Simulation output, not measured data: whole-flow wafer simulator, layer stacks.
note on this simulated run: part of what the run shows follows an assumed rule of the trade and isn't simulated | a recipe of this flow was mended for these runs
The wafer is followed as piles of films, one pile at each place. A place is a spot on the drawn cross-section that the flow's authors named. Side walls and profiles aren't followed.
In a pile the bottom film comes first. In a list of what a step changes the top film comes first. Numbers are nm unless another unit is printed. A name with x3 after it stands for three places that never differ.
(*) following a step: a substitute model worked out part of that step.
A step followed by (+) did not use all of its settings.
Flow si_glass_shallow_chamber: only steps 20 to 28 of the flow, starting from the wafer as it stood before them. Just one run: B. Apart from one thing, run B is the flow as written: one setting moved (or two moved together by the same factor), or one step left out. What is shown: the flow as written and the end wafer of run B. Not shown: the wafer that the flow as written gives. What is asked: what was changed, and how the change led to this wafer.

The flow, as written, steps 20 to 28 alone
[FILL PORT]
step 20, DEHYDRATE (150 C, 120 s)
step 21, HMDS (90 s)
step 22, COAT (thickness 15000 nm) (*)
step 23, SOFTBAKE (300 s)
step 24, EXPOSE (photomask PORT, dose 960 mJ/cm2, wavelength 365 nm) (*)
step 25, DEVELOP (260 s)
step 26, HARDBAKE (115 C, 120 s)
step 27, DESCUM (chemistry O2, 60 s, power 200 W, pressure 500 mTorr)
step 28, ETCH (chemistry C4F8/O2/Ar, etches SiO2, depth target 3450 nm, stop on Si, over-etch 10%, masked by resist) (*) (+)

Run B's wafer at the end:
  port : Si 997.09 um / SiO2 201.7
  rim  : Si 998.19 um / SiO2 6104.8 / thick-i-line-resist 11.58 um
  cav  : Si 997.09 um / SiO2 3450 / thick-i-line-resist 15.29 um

The reason: step 28, ETCH: depth target 2953 nm was run, while the flow as written has depth target 3450 nm.

The path from the change to this, step by step:
  step 28, ETCH (chemistry C4F8/O2/Ar, etches SiO2, depth target 3450 nm, stop on Si, over-etch 10%, masked by resist) (*) (+)
      port: -3248.3 SiO2 (as written it would have been: -3450 SiO2 (all of it), -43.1 Si)
      rim, ramp, cav, septum, ring: -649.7 thick-i-line-resist (as written it would have been: -759 thick-i-line-resist)
